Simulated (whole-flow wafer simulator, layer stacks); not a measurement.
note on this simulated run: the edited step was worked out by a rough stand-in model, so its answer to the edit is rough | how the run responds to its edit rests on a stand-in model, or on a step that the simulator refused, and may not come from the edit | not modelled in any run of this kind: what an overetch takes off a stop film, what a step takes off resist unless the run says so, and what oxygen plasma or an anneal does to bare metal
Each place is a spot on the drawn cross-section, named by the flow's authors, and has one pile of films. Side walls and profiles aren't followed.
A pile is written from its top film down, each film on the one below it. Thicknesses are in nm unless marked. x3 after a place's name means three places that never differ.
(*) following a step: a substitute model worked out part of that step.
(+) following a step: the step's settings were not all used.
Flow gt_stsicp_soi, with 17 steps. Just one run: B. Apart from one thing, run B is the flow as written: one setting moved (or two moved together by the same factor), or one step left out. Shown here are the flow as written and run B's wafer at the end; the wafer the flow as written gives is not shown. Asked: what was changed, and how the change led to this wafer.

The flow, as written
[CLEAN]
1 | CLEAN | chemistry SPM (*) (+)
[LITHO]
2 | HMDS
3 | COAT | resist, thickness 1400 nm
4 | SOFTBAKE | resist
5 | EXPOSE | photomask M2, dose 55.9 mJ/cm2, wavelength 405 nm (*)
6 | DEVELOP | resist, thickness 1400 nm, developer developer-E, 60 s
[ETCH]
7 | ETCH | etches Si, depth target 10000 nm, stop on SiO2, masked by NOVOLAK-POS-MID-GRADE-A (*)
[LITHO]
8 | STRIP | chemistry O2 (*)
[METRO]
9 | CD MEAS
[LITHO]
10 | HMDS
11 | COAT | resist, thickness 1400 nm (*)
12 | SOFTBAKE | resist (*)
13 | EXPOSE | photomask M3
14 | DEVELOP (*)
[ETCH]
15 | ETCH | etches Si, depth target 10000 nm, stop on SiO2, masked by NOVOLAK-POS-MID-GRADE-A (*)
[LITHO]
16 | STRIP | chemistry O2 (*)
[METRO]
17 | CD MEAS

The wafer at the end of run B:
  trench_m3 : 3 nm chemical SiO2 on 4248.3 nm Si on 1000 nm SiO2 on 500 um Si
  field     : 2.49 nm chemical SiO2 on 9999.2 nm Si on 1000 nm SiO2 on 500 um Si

The reason: step 15, ETCH: depth target 5750 nm was run, though the flow has depth target 10000 nm.

The path from the change to this, step by step:
  15 | ETCH | etches Si, depth target 10000 nm, stop on SiO2, masked by NOVOLAK-POS-MID-GRADE-A (*)
      trench_m3: -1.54 chemical SiO2 (all of it), -5750 Si (it would be, as written: -1.54 chemical SiO2 (all of it), -9999.6 Si (all of it))
      field, trench_m2: -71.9 resist (it would be, as written: -125 resist)
  16 | STRIP | chemistry O2 (*)
      trench_m3: +3 chemical SiO2 (new film), -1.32 Si (it would be, as written: nothing)
      field: -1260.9 resist (all of it), +0.94 chemical SiO2, -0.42 Si (it would be, as written: -1207.8 resist (all of it), +0.94 chemical SiO2, -0.41 Si)
